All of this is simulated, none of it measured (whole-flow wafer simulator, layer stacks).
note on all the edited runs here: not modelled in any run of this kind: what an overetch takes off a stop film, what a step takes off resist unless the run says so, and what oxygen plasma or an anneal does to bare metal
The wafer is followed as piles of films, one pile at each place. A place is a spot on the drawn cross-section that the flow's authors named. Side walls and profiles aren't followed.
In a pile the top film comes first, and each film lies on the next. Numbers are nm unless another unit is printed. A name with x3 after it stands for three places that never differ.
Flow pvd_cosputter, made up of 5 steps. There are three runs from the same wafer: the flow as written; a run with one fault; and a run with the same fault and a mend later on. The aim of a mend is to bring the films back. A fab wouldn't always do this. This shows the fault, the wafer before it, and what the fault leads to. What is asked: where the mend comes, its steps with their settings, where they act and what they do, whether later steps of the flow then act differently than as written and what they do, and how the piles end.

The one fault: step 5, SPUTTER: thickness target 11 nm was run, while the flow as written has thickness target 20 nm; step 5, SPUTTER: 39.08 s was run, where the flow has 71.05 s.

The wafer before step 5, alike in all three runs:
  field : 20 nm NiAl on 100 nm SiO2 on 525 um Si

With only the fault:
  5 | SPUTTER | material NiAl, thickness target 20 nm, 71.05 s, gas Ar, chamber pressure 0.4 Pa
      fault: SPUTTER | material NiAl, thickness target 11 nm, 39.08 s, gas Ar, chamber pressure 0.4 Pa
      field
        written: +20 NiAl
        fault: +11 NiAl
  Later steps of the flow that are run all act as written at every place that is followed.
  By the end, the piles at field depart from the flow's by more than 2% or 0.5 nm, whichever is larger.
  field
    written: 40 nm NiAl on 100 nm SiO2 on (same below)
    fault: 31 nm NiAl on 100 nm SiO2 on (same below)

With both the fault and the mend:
  The mend follows step 5.
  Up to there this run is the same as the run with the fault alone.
  5a | SPUTTER | material NiAl, thickness target 9 nm, 31.97 s, gas Ar, chamber pressure 0.4 Pa (a further turn of the flow's step 5, with different settings)
      field
        +9 NiAl
  Later steps of the flow that are run all act as written at every place that is followed.
  By the end, the piles equal the flow's at every place that both follow.
